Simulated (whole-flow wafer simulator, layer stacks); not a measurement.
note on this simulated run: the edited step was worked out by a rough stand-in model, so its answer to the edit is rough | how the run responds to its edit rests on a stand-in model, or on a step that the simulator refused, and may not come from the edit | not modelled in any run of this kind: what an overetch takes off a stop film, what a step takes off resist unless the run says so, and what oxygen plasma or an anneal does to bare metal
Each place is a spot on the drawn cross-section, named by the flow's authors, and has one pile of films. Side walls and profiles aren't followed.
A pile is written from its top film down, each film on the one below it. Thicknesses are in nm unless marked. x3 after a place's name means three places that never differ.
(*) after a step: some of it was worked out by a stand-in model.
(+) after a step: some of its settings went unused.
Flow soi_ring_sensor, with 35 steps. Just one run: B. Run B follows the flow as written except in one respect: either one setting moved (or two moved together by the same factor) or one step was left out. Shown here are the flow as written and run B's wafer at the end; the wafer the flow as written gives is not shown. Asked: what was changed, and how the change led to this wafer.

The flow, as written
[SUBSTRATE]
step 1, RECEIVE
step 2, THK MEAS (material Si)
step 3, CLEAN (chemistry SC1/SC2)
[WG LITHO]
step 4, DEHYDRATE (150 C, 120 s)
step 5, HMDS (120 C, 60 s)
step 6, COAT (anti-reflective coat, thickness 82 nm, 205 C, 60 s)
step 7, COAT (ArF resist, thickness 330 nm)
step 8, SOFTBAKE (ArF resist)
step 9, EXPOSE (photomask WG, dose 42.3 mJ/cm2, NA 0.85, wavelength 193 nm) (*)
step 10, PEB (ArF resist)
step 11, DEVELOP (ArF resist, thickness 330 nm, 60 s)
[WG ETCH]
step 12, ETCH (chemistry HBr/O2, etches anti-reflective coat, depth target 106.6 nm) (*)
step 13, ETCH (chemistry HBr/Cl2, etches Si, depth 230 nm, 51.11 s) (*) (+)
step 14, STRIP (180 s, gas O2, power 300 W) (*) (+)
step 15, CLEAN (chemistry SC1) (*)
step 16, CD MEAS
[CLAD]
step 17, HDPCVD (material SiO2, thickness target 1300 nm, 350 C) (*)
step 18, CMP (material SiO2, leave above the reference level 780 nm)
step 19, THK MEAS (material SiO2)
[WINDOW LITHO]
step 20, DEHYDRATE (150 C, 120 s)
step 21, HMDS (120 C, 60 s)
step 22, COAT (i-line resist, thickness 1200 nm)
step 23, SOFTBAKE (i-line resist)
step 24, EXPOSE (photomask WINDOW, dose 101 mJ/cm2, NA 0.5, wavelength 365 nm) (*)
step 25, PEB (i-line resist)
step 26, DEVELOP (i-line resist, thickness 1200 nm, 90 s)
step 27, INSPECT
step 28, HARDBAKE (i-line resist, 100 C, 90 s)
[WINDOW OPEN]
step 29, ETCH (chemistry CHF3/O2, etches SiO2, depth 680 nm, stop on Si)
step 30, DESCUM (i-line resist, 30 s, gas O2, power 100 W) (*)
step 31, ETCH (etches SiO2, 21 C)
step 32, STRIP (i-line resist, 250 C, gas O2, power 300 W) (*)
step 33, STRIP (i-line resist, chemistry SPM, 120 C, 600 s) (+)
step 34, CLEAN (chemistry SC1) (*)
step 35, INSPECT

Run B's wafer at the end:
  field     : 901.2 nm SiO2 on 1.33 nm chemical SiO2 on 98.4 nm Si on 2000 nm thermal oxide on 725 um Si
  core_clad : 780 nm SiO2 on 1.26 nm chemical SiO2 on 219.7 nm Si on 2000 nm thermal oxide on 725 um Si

Cause: step 13, ETCH: depth 121 nm was run, while the flow as written has depth 230 nm; step 13, ETCH: 26.83 s was run, where the flow has 51.11 s.

How this came from the change, step by step:
  step 13, ETCH (chemistry HBr/Cl2, etches Si, depth 230 nm, 51.11 s) (*) (+)
      gap, window, field, gap_clad: -121 Si (in the flow as written it would be: -220 Si (all of it), -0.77 thermal oxide)
      core, core_clad: -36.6 ArF resist (in the flow as written it would be: -69.7 ArF resist)
  step 14, STRIP (180 s, gas O2, power 300 W) (*) (+)
      gap, window, field, gap_clad: +1.33 chemical SiO2 (new film), -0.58 Si (in the flow as written it would be: nothing)
      core, core_clad: -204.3 ArF resist (all of it), -82 anti-reflective coat (all of it), +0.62 chemical SiO2, -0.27 Si (in the flow as written it would be: -171.2 ArF resist (all of it), -82 anti-reflective coat (all of it), +0.63 chemical SiO2, -0.28 Si)
  step 18, CMP (material SiO2, leave above the reference level 780 nm)
      gap, window, field, gap_clad: -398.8 SiO2 (in the flow as written it would be: -298.2 SiO2)
